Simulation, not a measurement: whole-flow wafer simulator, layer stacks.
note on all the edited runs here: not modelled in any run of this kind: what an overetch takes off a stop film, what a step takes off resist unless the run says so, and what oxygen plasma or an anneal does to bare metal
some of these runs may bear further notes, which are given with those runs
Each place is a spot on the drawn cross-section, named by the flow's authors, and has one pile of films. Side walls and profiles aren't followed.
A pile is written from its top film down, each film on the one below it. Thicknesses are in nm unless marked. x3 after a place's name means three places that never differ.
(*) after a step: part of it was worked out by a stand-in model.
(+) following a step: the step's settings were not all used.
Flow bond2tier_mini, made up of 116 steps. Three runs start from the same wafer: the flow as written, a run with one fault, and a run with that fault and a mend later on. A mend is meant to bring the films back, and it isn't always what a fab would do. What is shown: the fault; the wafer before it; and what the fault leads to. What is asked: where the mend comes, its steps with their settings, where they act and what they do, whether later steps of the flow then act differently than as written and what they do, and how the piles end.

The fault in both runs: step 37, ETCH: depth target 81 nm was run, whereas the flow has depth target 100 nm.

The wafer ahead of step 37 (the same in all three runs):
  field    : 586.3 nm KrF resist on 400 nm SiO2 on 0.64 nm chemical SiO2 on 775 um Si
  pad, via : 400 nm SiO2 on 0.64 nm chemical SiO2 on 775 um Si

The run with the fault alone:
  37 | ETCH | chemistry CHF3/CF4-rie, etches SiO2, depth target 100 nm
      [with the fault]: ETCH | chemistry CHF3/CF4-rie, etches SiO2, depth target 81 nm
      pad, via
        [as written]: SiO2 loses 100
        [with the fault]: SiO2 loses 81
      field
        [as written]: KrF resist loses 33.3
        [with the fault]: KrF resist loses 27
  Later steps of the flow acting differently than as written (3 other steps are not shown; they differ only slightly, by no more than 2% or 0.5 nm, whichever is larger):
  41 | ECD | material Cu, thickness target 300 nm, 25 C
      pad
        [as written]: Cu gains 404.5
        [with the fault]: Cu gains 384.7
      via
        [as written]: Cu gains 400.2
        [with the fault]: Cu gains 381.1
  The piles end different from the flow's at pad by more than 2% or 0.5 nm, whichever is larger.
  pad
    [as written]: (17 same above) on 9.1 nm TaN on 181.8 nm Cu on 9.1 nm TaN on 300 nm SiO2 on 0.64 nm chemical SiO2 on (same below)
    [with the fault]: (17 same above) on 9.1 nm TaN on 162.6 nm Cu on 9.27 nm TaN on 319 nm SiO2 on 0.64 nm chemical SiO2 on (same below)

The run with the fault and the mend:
  After step 38 comes the mend.
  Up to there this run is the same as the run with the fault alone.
  38a | COAT | KrF resist, thickness 600 nm (*) (a further turn of the flow's step 32)
      field
        KrF resist gains 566 (new film)
      pad
        KrF resist gains 635.6 (new film)
      via
        KrF resist gains 630.9 (new film)
  38b | SOFTBAKE | KrF resist (a further turn of the flow's step 33)
      does not change any film at any place that is followed
  38c | EXPOSE | photomask APAD, NA 0.6 (a further turn of the flow's step 34)
      does not change any film at any place that is followed
  38d | PEB | KrF resist (a further turn of the flow's step 35)
      does not change any film at any place that is followed
  38e | DEVELOP | developer TMAH-0.26N, 60 s (a further turn of the flow's step 36)
      field
        KrF resist loses 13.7
      pad
        KrF resist loses 635.6 (all of it)
      via
        KrF resist loses 630.9 (all of it)
  38f | ETCH | chemistry CHF3/CF4-rie, etches SiO2, depth target 19 nm (a further turn of the flow's step 37, with different settings)
      pad, via
        SiO2 loses 19
      field
        KrF resist loses 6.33
  38g | STRIP | chemistry O2, over-ash 100% (+) (a further turn of the flow's step 38)
      field
        KrF resist loses 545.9 (all of it)
  None of the later steps of the flow acts differently than as written at any place that is followed.
  At every place that both follow, the piles at the end match the flow's.
